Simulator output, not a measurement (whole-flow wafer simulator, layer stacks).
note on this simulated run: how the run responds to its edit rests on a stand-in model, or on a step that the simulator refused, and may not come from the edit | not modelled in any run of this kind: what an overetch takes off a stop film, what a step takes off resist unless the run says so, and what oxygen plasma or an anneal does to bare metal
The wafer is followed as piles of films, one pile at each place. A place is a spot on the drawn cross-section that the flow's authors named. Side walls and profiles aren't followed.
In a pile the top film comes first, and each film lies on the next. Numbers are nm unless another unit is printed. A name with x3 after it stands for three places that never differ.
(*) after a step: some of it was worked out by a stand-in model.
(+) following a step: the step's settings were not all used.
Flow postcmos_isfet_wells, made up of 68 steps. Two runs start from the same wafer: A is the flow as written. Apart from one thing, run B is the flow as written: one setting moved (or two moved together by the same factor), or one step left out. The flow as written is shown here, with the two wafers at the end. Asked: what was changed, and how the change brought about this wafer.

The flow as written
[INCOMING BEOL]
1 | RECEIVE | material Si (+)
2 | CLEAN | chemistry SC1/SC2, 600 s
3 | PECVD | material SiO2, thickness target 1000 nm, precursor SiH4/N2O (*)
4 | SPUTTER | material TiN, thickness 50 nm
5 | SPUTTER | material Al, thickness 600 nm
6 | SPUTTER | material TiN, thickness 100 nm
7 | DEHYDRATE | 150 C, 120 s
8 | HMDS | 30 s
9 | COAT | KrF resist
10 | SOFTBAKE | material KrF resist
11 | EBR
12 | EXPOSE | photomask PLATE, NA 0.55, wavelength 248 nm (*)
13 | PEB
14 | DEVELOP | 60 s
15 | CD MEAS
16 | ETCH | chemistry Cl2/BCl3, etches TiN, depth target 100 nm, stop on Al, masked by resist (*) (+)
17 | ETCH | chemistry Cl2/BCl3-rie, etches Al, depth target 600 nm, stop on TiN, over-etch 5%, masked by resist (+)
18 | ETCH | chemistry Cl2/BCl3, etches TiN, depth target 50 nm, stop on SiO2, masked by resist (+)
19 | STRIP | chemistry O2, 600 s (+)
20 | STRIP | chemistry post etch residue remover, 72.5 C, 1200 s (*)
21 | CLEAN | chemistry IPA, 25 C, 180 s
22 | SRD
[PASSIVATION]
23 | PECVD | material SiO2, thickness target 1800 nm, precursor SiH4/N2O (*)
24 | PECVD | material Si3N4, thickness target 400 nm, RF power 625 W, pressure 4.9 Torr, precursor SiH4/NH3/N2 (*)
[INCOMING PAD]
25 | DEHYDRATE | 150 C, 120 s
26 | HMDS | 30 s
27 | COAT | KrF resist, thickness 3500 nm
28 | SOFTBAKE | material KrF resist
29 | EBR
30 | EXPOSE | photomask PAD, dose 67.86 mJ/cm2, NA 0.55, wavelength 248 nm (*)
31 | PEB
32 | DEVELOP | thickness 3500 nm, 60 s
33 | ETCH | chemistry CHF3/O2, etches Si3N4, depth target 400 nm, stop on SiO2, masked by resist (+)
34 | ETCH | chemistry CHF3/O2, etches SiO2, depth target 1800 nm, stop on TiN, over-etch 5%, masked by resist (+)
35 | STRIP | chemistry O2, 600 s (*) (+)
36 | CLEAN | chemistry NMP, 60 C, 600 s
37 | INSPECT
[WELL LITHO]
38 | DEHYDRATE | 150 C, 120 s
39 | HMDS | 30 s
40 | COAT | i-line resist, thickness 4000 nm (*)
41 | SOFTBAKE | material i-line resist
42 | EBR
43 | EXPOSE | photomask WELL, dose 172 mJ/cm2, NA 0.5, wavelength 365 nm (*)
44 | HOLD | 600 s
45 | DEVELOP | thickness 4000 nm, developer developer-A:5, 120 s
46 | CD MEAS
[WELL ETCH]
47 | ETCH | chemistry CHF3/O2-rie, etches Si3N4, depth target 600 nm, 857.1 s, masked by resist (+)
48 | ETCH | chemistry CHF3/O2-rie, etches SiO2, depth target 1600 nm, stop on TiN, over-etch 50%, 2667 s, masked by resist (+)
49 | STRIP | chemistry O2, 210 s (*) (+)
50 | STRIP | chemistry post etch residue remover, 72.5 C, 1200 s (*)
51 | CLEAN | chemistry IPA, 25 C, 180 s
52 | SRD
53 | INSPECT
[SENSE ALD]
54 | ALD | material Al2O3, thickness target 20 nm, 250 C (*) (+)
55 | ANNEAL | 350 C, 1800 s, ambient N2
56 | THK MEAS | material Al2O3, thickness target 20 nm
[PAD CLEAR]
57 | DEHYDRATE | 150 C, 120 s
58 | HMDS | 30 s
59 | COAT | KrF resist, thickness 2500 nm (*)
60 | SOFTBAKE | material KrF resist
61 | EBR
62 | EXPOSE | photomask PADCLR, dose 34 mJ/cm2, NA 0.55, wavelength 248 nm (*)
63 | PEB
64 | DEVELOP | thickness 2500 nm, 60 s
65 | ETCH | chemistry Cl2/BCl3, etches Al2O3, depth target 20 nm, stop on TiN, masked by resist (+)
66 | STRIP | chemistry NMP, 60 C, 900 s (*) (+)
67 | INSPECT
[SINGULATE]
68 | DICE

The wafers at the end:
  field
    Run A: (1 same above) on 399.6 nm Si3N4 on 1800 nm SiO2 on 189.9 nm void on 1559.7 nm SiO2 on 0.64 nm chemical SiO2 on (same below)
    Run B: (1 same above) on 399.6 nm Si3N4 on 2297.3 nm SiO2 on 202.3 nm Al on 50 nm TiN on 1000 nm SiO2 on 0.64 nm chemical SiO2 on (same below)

Cause: step 17, ETCH: depth target 342 nm was run, though the flow has depth target 600 nm.

The path from the change to this, step by step:
  17 | ETCH | chemistry Cl2/BCl3-rie, etches Al, depth target 600 nm, stop on TiN, over-etch 5%, masked by resist (+)
      field: A -600 Al (all of it) | B -342 Al
      margin, well900, well1300 x3, pad_rim, pad_clr, pad_open: A -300 KrF resist | B -171 KrF resist
  18 | ETCH | chemistry Cl2/BCl3, etches TiN, depth target 50 nm, stop on SiO2, masked by resist (+)
      field: A -50 TiN (all of it) | B -50 Al
  19 | STRIP | chemistry O2, 600 s (+)
      margin, well900, well1300 x3, pad_rim, pad_clr, pad_open: A -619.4 KrF resist (all of it) | B -748.4 KrF resist (all of it)
  20 | STRIP | chemistry post etch residue remover, 72.5 C, 1200 s (*)
      field: A nothing | B -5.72 Al
  23 | PECVD | material SiO2, thickness target 1800 nm, precursor SiH4/N2O (*)
      field: A +1800 SiO2 (new film), +189.9 void (new film), +559.7 SiO2 | B +2297.3 SiO2 (new film)
With metal films that touch counted as one body, field has 1 body; the flow as written gives 0 bodies.
